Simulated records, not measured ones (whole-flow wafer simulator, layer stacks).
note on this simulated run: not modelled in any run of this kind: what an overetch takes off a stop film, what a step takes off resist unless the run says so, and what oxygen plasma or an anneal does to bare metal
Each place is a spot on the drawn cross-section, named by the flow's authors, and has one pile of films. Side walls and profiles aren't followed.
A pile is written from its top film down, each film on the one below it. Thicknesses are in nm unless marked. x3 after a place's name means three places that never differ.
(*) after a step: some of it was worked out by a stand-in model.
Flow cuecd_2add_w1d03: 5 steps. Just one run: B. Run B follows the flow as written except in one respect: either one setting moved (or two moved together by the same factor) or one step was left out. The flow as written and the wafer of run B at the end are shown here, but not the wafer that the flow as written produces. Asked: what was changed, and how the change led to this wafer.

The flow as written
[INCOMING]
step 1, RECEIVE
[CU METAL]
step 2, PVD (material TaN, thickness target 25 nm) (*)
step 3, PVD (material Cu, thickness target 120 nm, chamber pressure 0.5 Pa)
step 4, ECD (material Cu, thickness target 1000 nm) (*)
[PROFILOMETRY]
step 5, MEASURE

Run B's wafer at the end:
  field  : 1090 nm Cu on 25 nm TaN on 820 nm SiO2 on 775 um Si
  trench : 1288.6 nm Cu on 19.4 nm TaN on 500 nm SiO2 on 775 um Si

The reason: step 3, PVD: thickness target 90 nm was run, while the flow as written has thickness target 120 nm.

The path from the change to this, step by step:
  step 3, PVD (material Cu, thickness target 120 nm, chamber pressure 0.5 Pa)
      field: +90 Cu (new film) (it would be, as written: +120 Cu (new film))
      trench: +70.1 Cu (new film) (it would be, as written: +93.4 Cu (new film))
